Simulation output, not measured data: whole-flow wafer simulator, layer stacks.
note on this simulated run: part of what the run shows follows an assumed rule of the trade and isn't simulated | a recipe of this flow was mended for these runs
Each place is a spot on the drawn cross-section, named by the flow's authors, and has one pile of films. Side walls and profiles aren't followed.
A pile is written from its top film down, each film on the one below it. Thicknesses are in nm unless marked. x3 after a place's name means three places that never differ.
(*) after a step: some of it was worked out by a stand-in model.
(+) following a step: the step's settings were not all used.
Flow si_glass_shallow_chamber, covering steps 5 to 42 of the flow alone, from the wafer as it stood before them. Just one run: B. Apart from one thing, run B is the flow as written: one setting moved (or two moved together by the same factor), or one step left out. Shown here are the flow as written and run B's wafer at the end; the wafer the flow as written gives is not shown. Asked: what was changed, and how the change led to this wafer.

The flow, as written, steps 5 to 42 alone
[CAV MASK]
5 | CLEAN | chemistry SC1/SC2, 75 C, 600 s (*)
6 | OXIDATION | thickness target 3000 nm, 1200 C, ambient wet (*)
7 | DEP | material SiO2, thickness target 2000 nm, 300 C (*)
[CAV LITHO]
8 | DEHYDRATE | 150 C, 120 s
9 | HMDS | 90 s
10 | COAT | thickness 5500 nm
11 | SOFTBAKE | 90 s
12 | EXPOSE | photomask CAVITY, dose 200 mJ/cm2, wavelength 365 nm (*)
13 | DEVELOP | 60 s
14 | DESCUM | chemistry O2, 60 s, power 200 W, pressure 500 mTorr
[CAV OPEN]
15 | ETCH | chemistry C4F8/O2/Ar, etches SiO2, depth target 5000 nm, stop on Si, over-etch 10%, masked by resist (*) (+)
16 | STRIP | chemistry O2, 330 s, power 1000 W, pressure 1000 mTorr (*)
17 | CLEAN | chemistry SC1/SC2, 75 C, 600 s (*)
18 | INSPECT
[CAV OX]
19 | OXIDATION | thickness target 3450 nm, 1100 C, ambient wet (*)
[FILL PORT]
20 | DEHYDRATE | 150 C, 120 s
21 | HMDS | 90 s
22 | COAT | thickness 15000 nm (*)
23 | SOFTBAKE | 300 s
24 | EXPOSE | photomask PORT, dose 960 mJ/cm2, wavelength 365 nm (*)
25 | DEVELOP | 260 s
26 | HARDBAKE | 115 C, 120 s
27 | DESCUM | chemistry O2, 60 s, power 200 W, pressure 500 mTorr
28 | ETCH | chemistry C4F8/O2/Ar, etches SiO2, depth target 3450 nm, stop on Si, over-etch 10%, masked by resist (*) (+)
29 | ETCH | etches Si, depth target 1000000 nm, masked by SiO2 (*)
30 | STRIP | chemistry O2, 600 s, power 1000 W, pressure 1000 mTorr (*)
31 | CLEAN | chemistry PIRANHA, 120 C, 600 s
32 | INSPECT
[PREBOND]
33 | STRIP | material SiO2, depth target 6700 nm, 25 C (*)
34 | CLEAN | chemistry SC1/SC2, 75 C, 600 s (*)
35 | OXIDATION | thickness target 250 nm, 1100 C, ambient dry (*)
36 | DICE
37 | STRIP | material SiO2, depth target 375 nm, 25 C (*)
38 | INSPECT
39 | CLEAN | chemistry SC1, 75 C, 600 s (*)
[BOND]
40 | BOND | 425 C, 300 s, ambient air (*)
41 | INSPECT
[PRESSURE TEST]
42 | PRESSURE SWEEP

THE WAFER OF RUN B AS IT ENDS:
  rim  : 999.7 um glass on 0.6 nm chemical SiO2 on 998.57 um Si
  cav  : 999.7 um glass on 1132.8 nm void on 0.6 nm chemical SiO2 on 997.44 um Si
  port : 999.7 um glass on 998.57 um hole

The reason: step 6, OXIDATION: thickness target 1500 nm was run, whereas the flow has thickness target 3000 nm.

Step by step, how the change led to this:
  6 | OXIDATION | thickness target 3000 nm, 1200 C, ambient wet (*)
      rim, ramp, cav, port, septum, ring: +1500 SiO2 (new film), -0.6 chemical SiO2 (all of it), -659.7 Si (in the flow as written it would be: +3000 SiO2 (new film), -0.6 chemical SiO2 (all of it), -1319.7 Si)
  15 | ETCH | chemistry C4F8/O2/Ar, etches SiO2, depth target 5000 nm, stop on Si, over-etch 10%, masked by resist (*) (+)
      rim, ramp, septum, ring: -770 thick-i-line-resist (in the flow as written it would be: -1100 thick-i-line-resist)
      cav, port: -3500 SiO2 (all of it), -250 Si (in the flow as written it would be: -5000 SiO2 (all of it), -62.5 Si)
  16 | STRIP | chemistry O2, 330 s, power 1000 W, pressure 1000 mTorr (*)
      rim, ramp, septum, ring: -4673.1 thick-i-line-resist (all of it) (in the flow as written it would be: -4343.1 thick-i-line-resist (all of it))
  19 | OXIDATION | thickness target 3450 nm, 1100 C, ambient wet (*)
      rim, ramp, septum, ring: +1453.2 SiO2, -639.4 Si (in the flow as written it would be: +1110.9 SiO2, -488.8 Si)
  22 | COAT | thickness 15000 nm (*)
      rim: +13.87 um thick-i-line-resist (new film) (in the flow as written it would be: +13.4 um thick-i-line-resist (new film))
      ramp: +13.51 um thick-i-line-resist (new film) (in the flow as written it would be: +12.89 um thick-i-line-resist (new film))
      (also at 4 further places)
  23 | SOFTBAKE | 300 s
      rim: -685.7 thick-i-line-resist (in the flow as written it would be: -997 thick-i-line-resist)
      ramp: -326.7 thick-i-line-resist (in the flow as written it would be: -487.1 thick-i-line-resist)
      (also at 4 further places)
  25 | DEVELOP | 260 s
      port: -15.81 um thick-i-line-resist (all of it) (in the flow as written it would be: -16.16 um thick-i-line-resist (all of it))
  26 | HARDBAKE | 115 C, 120 s
      rim, ramp: -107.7 thick-i-line-resist (in the flow as written it would be: -98.2 thick-i-line-resist)
      cav: -142.3 thick-i-line-resist (in the flow as written it would be: -147.1 thick-i-line-resist)
  29 | ETCH | etches Si, depth target 1000000 nm, masked by SiO2 (*)
      rim, ramp: -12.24 um thick-i-line-resist (all of it), -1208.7 SiO2 (in the flow as written it would be: -11.47 um thick-i-line-resist (all of it), -1617.3 SiO2)
      port: +997.52 um hole (new film), -997.52 um Si (all of it) (in the flow as written it would be: +997.05 um hole (new film), -997.05 um Si (all of it))
      (also at 2 further places)
  30 | STRIP | chemistry O2, 600 s, power 1000 W, pressure 1000 mTorr (*)
      cav: -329 thick-i-line-resist (all of it) (in the flow as written it would be: -669.6 thick-i-line-resist (all of it))
  33 | STRIP | material SiO2, depth target 6700 nm, 25 C (*)
      rim: -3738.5 SiO2 (all of it) (in the flow as written it would be: -4487.5 SiO2 (all of it))
      ramp: -3738.4 SiO2 (all of it) (in the flow as written it would be: -4487.5 SiO2 (all of it))
      (also at 2 further places)
  40 | BOND | 425 C, 300 s, ambient air (*)
      cav: +999.7 um glass (new film), +1132.8 void (new film) (in the flow as written it would be: +999.7 um glass (new film), +1095.9 void (new film))
      port: +999.7 um glass (new film), +1054.1 hole (in the flow as written it would be: +999.7 um glass (new film), +1017.3 hole)
